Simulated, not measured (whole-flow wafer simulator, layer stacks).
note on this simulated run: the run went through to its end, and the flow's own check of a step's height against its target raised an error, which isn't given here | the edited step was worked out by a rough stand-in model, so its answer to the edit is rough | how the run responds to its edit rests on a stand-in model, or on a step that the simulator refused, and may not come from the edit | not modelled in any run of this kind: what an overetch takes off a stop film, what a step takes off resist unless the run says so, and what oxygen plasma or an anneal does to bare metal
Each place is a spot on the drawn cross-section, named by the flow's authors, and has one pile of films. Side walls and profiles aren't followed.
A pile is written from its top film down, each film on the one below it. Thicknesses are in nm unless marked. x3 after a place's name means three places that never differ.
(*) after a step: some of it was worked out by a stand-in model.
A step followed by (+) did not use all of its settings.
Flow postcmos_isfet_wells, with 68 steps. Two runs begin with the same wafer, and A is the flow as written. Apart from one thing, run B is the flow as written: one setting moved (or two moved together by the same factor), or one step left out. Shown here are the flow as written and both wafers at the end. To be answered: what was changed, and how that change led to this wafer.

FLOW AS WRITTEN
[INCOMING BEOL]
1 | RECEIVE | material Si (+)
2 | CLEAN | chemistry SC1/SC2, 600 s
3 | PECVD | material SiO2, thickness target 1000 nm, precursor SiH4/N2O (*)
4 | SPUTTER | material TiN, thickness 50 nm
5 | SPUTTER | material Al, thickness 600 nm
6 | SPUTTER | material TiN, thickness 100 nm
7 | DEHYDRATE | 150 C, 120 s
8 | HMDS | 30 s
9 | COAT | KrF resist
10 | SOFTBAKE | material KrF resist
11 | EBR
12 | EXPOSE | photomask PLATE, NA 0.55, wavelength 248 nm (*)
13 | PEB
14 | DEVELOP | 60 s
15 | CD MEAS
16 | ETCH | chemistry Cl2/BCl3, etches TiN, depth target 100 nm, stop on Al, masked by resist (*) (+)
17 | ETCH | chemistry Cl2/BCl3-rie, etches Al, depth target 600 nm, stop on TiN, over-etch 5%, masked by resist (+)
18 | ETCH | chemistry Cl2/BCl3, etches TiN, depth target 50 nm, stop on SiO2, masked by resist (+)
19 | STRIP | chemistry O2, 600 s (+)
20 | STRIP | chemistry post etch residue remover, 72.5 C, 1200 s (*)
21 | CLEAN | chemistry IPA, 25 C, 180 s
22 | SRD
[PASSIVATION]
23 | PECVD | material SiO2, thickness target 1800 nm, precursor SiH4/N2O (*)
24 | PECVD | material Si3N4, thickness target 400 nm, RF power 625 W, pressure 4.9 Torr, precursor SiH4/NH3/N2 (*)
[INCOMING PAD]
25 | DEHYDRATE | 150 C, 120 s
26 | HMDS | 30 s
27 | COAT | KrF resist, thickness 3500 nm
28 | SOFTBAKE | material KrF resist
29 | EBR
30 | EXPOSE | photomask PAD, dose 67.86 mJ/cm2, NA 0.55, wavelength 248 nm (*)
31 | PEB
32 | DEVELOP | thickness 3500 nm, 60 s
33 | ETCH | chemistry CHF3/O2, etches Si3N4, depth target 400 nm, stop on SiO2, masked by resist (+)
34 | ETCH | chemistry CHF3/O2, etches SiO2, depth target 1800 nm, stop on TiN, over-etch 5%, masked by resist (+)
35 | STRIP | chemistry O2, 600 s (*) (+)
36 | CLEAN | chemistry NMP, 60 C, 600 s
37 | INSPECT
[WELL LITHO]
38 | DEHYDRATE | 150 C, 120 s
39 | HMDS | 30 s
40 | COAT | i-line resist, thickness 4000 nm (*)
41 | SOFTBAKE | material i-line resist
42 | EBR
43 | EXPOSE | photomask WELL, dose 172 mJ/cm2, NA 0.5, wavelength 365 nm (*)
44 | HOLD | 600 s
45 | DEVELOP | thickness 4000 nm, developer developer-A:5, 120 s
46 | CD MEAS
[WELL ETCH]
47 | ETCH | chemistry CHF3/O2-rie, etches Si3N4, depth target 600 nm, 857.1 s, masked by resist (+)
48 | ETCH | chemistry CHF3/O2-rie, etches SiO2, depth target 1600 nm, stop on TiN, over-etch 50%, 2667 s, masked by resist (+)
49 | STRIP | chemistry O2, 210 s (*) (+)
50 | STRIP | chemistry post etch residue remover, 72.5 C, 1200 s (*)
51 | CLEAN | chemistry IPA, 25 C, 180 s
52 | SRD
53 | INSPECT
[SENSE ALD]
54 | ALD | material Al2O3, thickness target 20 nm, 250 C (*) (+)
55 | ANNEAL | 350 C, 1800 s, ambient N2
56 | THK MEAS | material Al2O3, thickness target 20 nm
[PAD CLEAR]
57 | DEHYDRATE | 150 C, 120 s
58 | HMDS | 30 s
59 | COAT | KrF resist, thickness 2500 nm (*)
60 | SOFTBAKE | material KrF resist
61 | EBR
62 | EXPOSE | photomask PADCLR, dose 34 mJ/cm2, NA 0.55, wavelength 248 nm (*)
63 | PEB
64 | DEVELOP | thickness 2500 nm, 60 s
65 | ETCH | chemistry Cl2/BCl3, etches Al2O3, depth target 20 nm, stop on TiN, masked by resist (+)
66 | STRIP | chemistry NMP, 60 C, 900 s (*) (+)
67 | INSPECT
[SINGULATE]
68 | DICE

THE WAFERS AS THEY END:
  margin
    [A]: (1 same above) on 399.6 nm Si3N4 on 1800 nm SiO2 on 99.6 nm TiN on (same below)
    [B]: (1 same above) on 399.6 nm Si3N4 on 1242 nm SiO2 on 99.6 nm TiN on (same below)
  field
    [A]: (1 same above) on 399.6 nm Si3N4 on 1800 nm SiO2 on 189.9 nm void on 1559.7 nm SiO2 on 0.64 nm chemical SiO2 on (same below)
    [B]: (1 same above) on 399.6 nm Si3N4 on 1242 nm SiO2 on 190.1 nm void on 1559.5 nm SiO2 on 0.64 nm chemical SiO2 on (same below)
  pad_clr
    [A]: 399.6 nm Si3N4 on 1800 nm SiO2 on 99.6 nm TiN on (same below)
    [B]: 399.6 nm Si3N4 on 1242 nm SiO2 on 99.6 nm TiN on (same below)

Cause: step 23, PECVD: thickness target 1242 nm was run, though the flow has thickness target 1800 nm.
The wafer lets one read it off: margin has SiO2 1242, and step 23 as written asks for 1800 nm.

The path from the change to this, step by step:
  23 | PECVD | material SiO2, thickness target 1800 nm, precursor SiH4/N2O (*)
      margin, well900, well1300 x3, pad_rim, pad_clr, pad_open: A +1800 SiO2 (new film) | B +1242 SiO2 (new film)
      field: A +1800 SiO2 (new film), +189.9 void (new film), +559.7 SiO2 | B +1242 SiO2 (new film), +190.1 void (new film), +559.5 SiO2
  34 | ETCH | chemistry CHF3/O2, etches SiO2, depth target 1800 nm, stop on TiN, over-etch 5%, masked by resist (+)
      field, margin, well900, well1300 x3, pad_rim, pad_clr: A -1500 KrF resist | B -1086.8 KrF resist
      pad_open: A -1800 SiO2 (all of it) | B -1242 SiO2 (all of it)
  35 | STRIP | chemistry O2, 600 s (*) (+)
      field, margin, well900, well1300 x3, pad_rim, pad_clr: A -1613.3 KrF resist (all of it) | B -2026.6 KrF resist (all of it)
  40 | COAT | i-line resist, thickness 4000 nm (*)
      pad_clr: A +3256.8 i-line resist (new film) | B +3433.7 i-line resist (new film)
      pad_open: A +4804.7 i-line resist (new film) | B +4603.6 i-line resist (new film)
  41 | SOFTBAKE | material i-line resist
      pad_clr: A -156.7 i-line resist | B -103.5 i-line resist
      pad_open: A +115.3 i-line resist | B +89.4 i-line resist
  48 | ETCH | chemistry CHF3/O2-rie, etches SiO2, depth target 1600 nm, stop on TiN, over-etch 50%, 2667 s, masked by resist (+)
      well900, well1300 x3: A -1600 SiO2 (all of it) | B -1042 SiO2 (all of it)
  49 | STRIP | chemistry O2, 210 s (*) (+)
      pad_clr: A -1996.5 i-line resist (all of it) | B -2226.5 i-line resist (all of it)
      pad_open: A -3816.3 i-line resist (all of it) | B -3589.3 i-line resist (all of it)
  59 | COAT | KrF resist, thickness 2500 nm (*)
      field: A +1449 KrF resist (new film) | B +1715.6 KrF resist (new film)
      margin: A +1448.9 KrF resist (new film) | B +1715.5 KrF resist (new film)
      (as well as at 3 more places)
  63 | PEB
      field, margin: A -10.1 KrF resist | B -12 KrF resist
      pad_rim: A -13.9 KrF resist | B -14.8 KrF resist
      (as well as at 2 more places)
  64 | DEVELOP | thickness 2500 nm, 60 s
      pad_clr: A -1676 KrF resist (all of it) | B -1867.5 KrF resist (all of it)
      pad_open: A -3045.1 KrF resist (all of it) | B -2902.3 KrF resist (all of it)
  66 | STRIP | chemistry NMP, 60 C, 900 s (*) (+)
      field: A -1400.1 KrF resist (all of it) | B -1664.8 KrF resist (all of it)
      margin: A -1400.1 KrF resist (all of it) | B -1664.7 KrF resist (all of it)
      (as well as at 1 more place)
